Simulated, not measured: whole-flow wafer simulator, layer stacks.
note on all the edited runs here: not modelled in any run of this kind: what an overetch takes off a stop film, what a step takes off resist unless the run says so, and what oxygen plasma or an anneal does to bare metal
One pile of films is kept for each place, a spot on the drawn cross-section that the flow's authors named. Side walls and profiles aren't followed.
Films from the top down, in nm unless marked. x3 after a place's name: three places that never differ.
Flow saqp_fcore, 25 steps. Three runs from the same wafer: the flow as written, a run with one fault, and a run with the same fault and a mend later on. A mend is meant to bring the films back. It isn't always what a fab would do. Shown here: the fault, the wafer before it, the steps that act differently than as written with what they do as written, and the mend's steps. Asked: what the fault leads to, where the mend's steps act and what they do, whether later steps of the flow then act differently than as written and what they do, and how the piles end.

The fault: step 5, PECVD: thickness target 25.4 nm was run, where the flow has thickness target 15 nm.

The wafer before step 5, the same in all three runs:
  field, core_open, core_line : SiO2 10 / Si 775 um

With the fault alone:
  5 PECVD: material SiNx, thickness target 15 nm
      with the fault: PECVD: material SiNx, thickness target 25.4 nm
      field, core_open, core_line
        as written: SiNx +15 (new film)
        with the fault: SiNx +25.4 (new film)
  No later step of the flow acts differently than as written at any place that is followed.
  At the end the piles differ from the flow's by more than 2% or 0.5 nm, whichever is larger, at field, core_open, core_line.
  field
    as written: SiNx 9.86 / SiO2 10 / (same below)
    with the fault: SiNx 20.3 / SiO2 10 / (same below)
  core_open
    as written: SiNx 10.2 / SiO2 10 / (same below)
    with the fault: SiNx 20.6 / SiO2 10 / (same below)
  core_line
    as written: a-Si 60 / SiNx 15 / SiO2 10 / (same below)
    with the fault: a-Si 60 / SiNx 25.4 / SiO2 10 / (same below)

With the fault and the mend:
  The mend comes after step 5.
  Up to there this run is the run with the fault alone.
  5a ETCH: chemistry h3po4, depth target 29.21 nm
      field, core_open, core_line
        SiNx -25.4 (all of it)
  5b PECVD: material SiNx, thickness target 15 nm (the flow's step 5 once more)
      field, core_open, core_line
        SiNx +15 (new film)
  No later step of the flow acts differently than as written at any place that is followed.
  At the end the piles are the same as the flow's at every place that both follow.
